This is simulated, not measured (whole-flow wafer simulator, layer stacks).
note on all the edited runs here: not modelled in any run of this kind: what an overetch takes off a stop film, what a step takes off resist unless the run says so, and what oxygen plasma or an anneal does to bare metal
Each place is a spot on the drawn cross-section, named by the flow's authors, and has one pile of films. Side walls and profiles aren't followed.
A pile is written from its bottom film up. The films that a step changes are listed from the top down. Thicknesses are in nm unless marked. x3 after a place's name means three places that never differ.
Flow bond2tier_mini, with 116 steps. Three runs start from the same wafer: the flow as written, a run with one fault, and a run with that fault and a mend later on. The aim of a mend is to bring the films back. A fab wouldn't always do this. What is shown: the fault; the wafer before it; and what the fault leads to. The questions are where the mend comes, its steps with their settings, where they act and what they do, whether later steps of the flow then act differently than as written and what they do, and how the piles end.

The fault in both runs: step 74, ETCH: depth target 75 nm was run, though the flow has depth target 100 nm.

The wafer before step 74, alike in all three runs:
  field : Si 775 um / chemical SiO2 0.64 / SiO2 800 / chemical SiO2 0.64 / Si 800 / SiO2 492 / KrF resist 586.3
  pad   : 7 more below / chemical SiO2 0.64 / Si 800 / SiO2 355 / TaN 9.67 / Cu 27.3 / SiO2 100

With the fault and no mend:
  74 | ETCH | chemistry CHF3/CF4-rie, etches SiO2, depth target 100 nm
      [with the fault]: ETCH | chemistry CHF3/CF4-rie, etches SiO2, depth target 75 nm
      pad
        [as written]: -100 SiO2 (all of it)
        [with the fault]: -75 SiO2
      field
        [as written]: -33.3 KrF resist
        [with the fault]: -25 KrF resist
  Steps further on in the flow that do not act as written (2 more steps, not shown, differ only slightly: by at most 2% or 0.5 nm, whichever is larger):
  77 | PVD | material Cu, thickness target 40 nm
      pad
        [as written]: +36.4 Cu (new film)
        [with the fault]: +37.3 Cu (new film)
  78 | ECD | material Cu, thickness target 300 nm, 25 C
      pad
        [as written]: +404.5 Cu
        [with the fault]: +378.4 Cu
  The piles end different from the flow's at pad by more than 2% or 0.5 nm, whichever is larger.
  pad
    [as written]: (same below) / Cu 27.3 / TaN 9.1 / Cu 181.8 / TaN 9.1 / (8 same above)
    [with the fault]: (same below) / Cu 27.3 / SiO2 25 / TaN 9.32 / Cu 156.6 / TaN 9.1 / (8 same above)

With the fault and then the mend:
  The mend follows step 74.
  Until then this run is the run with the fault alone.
  74a | ETCH | chemistry CHF3/CF4-rie, etches SiO2, depth target 25 nm (the flow's step 74 again, with other settings)
      field
        -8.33 KrF resist
      pad
        -25 SiO2 (all of it)
  Every later step of the flow that is run acts as written at every place that is followed.
  By the end, the piles equal the flow's at every place that both follow.
